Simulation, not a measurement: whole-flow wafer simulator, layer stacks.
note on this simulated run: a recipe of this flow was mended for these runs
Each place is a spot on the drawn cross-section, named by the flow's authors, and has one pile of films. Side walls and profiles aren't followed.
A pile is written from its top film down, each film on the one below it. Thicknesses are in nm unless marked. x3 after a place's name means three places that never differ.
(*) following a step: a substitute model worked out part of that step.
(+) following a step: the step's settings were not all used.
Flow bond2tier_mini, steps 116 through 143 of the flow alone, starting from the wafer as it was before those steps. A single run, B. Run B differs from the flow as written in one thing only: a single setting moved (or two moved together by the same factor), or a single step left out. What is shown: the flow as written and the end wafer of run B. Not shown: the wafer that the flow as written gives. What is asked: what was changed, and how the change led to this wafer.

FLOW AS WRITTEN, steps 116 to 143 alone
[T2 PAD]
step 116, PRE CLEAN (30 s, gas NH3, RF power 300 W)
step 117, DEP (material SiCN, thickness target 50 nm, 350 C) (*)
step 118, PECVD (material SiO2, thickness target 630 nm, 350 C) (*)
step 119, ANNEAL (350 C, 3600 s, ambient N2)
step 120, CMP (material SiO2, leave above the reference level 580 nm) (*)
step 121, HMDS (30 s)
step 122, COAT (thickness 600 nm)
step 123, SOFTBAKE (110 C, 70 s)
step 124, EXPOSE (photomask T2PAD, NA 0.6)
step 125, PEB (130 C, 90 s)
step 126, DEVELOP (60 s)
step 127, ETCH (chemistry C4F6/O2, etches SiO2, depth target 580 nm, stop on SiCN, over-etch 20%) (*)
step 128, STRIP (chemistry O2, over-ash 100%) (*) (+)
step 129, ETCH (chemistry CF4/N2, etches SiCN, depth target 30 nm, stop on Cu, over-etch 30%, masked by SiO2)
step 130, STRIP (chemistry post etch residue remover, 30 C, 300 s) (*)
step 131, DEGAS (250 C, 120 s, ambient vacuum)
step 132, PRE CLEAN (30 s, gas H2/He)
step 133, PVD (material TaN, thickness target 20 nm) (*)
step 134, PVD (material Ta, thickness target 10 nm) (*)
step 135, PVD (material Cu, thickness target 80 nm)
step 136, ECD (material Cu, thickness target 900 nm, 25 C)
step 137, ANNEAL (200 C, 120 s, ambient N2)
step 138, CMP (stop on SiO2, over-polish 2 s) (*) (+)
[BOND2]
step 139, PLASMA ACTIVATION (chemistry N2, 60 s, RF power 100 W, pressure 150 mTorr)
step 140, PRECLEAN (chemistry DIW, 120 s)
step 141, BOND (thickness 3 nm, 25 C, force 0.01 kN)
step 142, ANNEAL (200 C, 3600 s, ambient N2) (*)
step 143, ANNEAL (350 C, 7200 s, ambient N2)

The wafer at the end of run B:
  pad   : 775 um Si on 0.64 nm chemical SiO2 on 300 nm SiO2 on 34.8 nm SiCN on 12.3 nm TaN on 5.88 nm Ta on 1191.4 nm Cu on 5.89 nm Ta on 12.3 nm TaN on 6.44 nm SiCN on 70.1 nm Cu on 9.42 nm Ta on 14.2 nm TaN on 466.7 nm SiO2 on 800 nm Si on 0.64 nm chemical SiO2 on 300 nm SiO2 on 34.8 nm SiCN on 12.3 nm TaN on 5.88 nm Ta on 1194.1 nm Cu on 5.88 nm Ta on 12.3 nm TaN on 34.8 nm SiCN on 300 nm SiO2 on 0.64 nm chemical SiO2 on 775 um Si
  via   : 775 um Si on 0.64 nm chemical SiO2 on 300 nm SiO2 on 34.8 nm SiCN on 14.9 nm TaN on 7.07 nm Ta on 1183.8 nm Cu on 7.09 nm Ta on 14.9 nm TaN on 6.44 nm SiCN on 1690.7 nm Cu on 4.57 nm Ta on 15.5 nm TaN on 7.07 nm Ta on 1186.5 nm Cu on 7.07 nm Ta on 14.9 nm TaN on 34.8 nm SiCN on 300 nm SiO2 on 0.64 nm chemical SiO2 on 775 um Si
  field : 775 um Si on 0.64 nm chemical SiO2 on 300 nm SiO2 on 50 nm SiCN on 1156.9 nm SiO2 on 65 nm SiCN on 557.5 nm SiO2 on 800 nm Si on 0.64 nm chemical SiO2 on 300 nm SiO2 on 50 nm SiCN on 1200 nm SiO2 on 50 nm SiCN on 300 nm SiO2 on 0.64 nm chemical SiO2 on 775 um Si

The reason: step 117, DEP: thickness target 65 nm was run, whereas the flow has thickness target 50 nm.
One can read it off the wafer: field has SiCN 65, and step 117 as written asks for 50 nm.

How this came from the change, step by step:
  step 117, DEP (material SiCN, thickness target 50 nm, 350 C) (*)
      field, pad, via: +65 SiCN (new film) (as written it would have been: +50 SiCN (new film))
  step 129, ETCH (chemistry CF4/N2, etches SiCN, depth target 30 nm, stop on Cu, over-etch 30%, masked by SiO2)
      pad, via: -39 SiCN (as written it would have been: -30.4 SiCN (all of it), -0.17 Cu)
  step 130, STRIP (chemistry post etch residue remover, 30 C, 300 s) (*)
      pad, via: nothing (as written it would have been: -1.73 Cu)
With metal films that touch counted as one body, pad has 3 bodies (between them, from the top down: SiCN 6.44; SiO2 466.7 / Si 800 / chemical SiO2 0.64 / SiO2 300 / SiCN 34.8); the flow as written gives 2 bodies (between them, from the top down: SiO2 466.7 / Si 800 / chemical SiO2 0.64 / SiO2 300 / SiCN 34.8).
With metal films that touch counted as one body, via has 2 bodies (between them, from the top down: SiCN 6.44); the flow as written gives 1 body.
